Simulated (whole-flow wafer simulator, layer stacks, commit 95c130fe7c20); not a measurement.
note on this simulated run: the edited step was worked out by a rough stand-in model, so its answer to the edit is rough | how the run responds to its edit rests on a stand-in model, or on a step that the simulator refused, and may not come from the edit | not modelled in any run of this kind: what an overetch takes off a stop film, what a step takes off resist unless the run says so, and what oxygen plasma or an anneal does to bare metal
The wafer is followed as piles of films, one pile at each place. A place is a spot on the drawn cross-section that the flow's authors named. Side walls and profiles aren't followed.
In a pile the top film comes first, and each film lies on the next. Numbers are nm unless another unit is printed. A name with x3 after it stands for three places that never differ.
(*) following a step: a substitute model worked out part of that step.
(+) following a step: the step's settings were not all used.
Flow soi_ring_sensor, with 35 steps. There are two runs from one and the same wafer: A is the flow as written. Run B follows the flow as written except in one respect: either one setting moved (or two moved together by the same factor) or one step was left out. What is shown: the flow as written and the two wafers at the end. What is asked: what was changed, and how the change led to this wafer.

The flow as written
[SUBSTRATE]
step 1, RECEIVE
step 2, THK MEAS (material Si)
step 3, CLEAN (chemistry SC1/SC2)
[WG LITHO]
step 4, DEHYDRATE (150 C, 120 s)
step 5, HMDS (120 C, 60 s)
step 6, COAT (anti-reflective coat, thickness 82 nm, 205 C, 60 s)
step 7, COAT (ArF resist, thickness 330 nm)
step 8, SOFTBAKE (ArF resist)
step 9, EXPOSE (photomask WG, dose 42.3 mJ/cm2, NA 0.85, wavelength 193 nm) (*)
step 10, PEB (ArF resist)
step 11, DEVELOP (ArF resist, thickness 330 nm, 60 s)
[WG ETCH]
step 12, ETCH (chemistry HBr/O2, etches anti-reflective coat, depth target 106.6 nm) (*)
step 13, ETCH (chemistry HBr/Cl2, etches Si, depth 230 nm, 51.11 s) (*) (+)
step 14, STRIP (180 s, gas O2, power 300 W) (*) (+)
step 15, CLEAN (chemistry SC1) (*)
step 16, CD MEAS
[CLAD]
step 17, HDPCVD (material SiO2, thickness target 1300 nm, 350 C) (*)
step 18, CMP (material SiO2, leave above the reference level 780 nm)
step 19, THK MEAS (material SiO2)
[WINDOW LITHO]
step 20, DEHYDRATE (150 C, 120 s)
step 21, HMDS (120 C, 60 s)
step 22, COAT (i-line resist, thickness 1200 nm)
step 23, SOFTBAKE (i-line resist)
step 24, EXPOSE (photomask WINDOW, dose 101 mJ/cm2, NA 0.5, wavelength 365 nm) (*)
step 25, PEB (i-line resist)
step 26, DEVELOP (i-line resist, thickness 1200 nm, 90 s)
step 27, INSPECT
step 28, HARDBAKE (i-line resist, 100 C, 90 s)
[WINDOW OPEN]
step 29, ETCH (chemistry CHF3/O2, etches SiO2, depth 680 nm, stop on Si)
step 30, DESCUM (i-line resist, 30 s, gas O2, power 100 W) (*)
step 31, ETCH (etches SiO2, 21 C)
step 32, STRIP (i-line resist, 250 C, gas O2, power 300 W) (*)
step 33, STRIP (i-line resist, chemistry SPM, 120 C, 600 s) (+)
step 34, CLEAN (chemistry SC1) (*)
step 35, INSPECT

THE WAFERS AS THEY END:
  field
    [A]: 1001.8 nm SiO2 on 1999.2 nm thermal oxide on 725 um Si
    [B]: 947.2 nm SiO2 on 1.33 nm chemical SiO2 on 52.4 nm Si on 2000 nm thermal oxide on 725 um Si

Cause: step 13, ETCH: depth 167 nm was run, while the flow as written has depth 230 nm; step 13, ETCH: 37.05 s was run, where the flow has 51.11 s.

Step by step, how the change led to this:
  step 13, ETCH (chemistry HBr/Cl2, etches Si, depth 230 nm, 51.11 s) (*) (+)
      gap, window, field, gap_clad: A Si loses 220 (all of it), thermal oxide loses 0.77 | B Si loses 167
      core, core_clad: A ArF resist loses 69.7 | B ArF resist loses 50.5
  step 14, STRIP (180 s, gas O2, power 300 W) (*) (+)
      gap, window, field, gap_clad: A nothing | B chemical SiO2 gains 1.33 (new film), Si loses 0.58
      core, core_clad: A ArF resist loses 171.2 (all of it), anti-reflective coat loses 82 (all of it), chemical SiO2 gains 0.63, Si loses 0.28 | B ArF resist loses 190.4 (all of it), anti-reflective coat loses 82 (all of it), chemical SiO2 gains 0.62, Si loses 0.27
  step 18, CMP (material SiO2, leave above the reference level 780 nm)
      gap, window, field, gap_clad: A SiO2 loses 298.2 | B SiO2 loses 352.8
